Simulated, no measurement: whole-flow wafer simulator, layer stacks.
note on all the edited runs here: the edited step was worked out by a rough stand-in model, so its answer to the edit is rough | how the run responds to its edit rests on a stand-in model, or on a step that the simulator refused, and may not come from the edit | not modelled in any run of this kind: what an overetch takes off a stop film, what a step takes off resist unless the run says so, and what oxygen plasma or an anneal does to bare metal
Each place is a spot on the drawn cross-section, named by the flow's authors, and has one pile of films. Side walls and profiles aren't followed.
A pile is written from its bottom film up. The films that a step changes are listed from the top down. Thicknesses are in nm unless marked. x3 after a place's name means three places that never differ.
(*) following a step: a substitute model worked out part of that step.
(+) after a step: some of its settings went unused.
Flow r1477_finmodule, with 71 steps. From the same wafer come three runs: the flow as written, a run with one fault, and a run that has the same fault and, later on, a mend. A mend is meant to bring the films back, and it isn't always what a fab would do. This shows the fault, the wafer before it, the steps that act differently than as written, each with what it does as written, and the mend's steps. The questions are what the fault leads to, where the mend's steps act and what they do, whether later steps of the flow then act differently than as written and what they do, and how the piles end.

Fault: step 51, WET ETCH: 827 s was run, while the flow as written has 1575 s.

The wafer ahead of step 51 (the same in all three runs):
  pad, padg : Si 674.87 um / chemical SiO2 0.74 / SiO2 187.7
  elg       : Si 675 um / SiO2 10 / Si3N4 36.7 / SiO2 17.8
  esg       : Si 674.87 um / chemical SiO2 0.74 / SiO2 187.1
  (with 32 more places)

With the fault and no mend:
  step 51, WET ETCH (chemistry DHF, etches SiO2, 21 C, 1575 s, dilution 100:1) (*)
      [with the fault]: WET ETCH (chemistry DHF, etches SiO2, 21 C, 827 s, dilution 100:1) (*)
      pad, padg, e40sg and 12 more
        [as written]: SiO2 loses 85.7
        [with the fault]: SiO2 loses 45
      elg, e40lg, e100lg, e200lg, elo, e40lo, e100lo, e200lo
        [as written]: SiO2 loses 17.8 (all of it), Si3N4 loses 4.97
        [with the fault]: SiO2 loses 17.8 (all of it), Si3N4 loses 1.92
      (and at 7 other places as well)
  Later steps of the flow acting differently than as written (1 other step is not shown; it differs only slightly, by no more than 2% or 0.5 nm, whichever is larger):
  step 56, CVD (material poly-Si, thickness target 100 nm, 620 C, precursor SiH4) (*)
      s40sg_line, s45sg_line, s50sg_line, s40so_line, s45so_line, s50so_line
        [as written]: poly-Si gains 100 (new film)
        [with the fault]: poly-Si gains 118.1 (new film)
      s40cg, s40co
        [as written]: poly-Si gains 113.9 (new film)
        [with the fault]: poly-Si gains 100 (new film)
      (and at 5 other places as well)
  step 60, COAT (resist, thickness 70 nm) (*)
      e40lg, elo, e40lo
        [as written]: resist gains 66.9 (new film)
        [with the fault]: resist gains 68.7 (new film)
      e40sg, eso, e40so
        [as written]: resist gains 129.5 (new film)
        [with the fault]: resist gains 93.8 (new film)
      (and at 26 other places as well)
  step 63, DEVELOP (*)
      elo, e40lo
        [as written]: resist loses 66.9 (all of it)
        [with the fault]: resist loses 68.7 (all of it)
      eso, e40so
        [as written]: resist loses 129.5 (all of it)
        [with the fault]: resist loses 93.8 (all of it)
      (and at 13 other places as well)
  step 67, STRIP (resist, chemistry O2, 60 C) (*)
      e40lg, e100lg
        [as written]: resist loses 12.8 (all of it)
        [with the fault]: resist loses 14.6 (all of it)
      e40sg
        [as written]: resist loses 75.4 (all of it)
        [with the fault]: resist loses 39.6 (all of it)
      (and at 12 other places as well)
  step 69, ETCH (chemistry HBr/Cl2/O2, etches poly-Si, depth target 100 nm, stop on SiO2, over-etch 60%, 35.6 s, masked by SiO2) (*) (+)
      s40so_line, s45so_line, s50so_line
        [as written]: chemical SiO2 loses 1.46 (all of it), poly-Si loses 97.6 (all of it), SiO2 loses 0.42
        [with the fault]: chemical SiO2 loses 1.24 (all of it), poly-Si loses 115.8 (all of it), SiO2 loses 0.22
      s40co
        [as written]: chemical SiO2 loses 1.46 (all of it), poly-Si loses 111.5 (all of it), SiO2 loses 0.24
        [with the fault]: chemical SiO2 loses 1.24 (all of it), poly-Si loses 97.7 (all of it), SiO2 loses 0.42
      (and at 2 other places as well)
  By the end, the piles at pad, padg, elg and 30 more depart from the flow's by more than 2% or 0.5 nm, whichever is larger.
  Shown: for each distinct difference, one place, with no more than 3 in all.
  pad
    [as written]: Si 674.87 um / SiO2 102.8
    [with the fault]: Si 674.87 um / SiO2 143.4
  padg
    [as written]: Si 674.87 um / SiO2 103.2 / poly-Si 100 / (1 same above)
    [with the fault]: Si 674.87 um / SiO2 143.9 / poly-Si 100 / (1 same above)
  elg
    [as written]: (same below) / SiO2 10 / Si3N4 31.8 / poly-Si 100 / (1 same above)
    [with the fault]: (same below) / SiO2 10 / Si3N4 34.8 / poly-Si 100 / (1 same above)

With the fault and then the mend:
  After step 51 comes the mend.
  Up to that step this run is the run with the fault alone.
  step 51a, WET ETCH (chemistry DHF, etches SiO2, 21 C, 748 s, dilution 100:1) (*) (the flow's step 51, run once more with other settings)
      pad, padg, e40sg and 12 more
        SiO2 loses 40.7
      elg, e40lg, e100lg, e200lg, elo, e40lo, e100lo, e200lo
        Si3N4 loses 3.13
      esg, s40cg, s45cg, s50cg, s40co, s45co, s50co
        SiO2 loses 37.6
  Every later step of the flow that is run acts as written, at every place that is followed, to within 2% or 0.5 nm, whichever is larger.
  When the end is reached, the piles differ only a little from the flow's at the places that both follow, at most by 2% or 0.5 nm, whichever is larger.
